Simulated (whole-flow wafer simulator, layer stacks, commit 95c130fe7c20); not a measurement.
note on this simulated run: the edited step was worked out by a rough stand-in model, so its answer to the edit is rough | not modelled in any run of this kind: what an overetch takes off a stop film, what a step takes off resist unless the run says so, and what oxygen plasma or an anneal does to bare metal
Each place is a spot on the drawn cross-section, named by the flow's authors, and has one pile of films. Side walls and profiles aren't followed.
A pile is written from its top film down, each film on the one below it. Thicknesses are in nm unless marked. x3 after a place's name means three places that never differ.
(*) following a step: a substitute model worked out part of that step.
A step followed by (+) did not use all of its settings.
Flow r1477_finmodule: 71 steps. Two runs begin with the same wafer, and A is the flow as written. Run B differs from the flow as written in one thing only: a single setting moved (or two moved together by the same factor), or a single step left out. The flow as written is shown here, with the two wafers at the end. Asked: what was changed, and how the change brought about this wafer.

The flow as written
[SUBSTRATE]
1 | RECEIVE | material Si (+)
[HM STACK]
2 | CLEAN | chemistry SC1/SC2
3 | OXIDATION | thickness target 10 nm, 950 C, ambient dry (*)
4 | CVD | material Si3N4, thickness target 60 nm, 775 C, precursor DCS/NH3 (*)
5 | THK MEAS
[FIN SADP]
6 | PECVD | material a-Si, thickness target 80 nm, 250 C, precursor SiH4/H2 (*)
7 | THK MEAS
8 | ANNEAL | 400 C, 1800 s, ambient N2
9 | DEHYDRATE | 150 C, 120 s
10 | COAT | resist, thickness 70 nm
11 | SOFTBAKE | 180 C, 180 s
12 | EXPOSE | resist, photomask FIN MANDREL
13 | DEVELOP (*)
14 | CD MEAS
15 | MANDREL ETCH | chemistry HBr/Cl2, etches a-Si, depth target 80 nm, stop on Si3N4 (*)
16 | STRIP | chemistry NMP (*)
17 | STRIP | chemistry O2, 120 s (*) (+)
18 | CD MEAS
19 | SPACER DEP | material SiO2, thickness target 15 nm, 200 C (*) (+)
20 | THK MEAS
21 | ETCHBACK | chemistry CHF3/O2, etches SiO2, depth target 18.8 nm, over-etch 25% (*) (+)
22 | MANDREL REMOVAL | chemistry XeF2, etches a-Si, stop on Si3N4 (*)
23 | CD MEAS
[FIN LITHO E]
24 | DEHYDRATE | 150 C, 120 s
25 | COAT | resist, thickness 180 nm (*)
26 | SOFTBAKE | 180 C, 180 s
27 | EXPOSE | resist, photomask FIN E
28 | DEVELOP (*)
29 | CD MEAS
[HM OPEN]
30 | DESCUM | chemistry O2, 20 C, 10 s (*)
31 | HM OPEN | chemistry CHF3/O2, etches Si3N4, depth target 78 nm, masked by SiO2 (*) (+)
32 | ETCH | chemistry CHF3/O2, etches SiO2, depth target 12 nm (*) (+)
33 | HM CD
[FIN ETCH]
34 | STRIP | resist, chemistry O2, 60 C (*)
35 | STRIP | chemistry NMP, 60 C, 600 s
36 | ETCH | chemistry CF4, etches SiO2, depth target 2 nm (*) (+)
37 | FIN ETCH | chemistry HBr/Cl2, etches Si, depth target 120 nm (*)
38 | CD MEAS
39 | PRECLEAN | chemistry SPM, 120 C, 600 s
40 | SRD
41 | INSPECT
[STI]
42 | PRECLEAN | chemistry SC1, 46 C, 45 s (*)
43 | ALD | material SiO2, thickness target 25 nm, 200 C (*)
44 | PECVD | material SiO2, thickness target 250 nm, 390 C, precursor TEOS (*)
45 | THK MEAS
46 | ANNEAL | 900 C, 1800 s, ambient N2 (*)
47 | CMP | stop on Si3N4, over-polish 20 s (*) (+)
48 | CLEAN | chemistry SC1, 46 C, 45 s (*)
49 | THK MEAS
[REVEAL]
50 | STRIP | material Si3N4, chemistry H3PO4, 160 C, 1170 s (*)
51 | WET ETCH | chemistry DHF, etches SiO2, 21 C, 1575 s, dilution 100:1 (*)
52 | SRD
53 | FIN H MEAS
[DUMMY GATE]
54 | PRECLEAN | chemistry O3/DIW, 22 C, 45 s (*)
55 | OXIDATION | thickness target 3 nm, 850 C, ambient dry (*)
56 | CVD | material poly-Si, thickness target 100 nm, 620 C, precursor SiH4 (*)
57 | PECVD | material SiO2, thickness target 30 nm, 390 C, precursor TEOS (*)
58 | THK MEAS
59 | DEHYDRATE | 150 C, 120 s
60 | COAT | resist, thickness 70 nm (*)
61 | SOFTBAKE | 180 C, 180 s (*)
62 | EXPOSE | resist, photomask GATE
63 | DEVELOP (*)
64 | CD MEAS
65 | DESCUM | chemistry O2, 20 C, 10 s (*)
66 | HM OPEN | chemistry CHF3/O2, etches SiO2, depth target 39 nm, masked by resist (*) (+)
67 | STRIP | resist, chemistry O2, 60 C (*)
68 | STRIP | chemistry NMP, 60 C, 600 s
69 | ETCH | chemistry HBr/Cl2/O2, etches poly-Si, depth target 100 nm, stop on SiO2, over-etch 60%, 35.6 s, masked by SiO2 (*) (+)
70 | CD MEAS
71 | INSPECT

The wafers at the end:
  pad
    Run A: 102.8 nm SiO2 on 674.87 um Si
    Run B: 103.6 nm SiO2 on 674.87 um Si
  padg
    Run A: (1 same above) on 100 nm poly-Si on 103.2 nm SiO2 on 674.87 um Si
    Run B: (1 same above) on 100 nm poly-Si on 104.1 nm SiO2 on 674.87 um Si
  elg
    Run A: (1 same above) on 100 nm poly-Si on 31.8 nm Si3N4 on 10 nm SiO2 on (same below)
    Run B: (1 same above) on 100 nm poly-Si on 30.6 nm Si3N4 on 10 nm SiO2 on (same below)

What caused this: step 36, ETCH: depth target 3 nm was run, though the flow has depth target 2 nm.

The path from the change to this, step by step:
  36 | ETCH | chemistry CF4, etches SiO2, depth target 2 nm (*) (+)
      pad, padg, esg and 19 more: A -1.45 chemical SiO2 (all of it), -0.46 Si | B -1.45 chemical SiO2 (all of it), -1.29 Si
      elg, e40lg, e100lg, e200lg, elo, e40lo, e100lo, e200lo: A -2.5 Si3N4 | B -3.75 Si3N4
      (and at 6 other places as well)
  51 | WET ETCH | chemistry DHF, etches SiO2, 21 C, 1575 s, dilution 100:1 (*)
      elg, e40lg, e100lg, e200lg, elo, e40lo, e100lo, e200lo: A -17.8 SiO2 (all of it), -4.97 Si3N4 | B -19.1 SiO2 (all of it), -4.87 Si3N4
